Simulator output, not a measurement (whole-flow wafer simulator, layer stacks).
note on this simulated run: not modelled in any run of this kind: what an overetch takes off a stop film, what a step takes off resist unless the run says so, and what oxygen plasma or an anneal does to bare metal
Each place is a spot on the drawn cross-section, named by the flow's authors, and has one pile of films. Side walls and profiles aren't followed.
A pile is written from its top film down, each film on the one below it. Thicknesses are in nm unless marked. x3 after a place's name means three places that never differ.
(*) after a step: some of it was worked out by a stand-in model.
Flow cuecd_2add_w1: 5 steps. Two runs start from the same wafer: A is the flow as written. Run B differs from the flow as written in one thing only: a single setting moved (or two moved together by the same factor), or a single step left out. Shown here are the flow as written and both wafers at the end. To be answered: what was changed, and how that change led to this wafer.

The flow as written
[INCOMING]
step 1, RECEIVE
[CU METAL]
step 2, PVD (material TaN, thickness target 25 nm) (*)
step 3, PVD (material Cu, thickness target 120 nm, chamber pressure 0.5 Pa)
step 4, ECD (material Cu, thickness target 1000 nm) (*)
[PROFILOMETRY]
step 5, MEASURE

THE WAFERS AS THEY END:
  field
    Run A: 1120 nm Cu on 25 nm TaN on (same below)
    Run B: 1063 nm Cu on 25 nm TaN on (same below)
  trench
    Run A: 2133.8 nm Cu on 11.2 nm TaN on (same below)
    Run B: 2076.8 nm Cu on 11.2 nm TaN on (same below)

Cause: step 3, PVD: thickness target 63 nm was run, though the flow has thickness target 120 nm.

Step by step, how the change led to this:
  step 3, PVD (material Cu, thickness target 120 nm, chamber pressure 0.5 Pa)
      field: A +120 Cu (new film) | B +63 Cu (new film)
      trench: A +53.6 Cu (new film) | B +28.6 Cu (new film)
